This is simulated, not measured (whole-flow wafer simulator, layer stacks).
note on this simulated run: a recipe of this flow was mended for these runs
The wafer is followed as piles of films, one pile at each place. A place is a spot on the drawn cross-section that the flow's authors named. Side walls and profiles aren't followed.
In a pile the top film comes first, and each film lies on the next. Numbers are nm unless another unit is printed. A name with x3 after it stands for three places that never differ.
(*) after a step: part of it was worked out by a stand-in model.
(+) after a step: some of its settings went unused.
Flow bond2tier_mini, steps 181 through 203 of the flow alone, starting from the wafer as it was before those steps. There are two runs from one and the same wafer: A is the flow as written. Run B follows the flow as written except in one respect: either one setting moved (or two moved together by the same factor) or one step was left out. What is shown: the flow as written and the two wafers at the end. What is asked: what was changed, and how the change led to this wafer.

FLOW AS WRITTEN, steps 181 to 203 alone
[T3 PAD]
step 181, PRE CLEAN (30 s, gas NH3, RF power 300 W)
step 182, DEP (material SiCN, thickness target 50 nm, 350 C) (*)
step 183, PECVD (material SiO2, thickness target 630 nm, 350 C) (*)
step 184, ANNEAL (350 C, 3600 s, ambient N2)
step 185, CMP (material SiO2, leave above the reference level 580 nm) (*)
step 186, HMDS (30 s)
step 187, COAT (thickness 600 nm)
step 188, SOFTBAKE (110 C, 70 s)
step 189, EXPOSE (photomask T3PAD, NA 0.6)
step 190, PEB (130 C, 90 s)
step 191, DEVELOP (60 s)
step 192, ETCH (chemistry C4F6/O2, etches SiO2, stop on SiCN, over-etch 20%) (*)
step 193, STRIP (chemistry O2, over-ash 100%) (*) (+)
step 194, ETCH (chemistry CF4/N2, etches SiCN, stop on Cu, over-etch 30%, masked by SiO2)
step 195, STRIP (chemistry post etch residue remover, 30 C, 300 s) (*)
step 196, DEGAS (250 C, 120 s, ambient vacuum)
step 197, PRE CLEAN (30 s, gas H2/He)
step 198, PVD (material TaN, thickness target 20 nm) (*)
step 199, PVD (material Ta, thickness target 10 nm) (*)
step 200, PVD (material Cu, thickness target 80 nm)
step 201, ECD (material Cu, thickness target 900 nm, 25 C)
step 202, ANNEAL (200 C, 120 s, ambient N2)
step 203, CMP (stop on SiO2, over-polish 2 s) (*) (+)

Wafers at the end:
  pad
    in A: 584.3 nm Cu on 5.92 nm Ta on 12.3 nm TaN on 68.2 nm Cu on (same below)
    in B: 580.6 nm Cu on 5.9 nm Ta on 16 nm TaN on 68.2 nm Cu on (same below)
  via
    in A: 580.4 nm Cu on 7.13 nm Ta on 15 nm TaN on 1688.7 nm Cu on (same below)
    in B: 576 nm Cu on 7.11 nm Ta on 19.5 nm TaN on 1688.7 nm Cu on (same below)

Cause: step 198, PVD: thickness target 26 nm was run, though the flow has thickness target 20 nm.

How this came from the change, step by step:
  step 198, PVD (material TaN, thickness target 20 nm) (*)
      field: A +20 TaN (new film) | B +26 TaN (new film)
      pad: A +12.3 TaN (new film) | B +16 TaN (new film)
      (and at 1 other place as well)
  step 203, CMP (stop on SiO2, over-polish 2 s) (*) (+)
      field: A -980 Cu (all of it), -10 Ta (all of it), -20 TaN (all of it) | B -980 Cu (all of it), -10 Ta (all of it), -26 TaN (all of it)
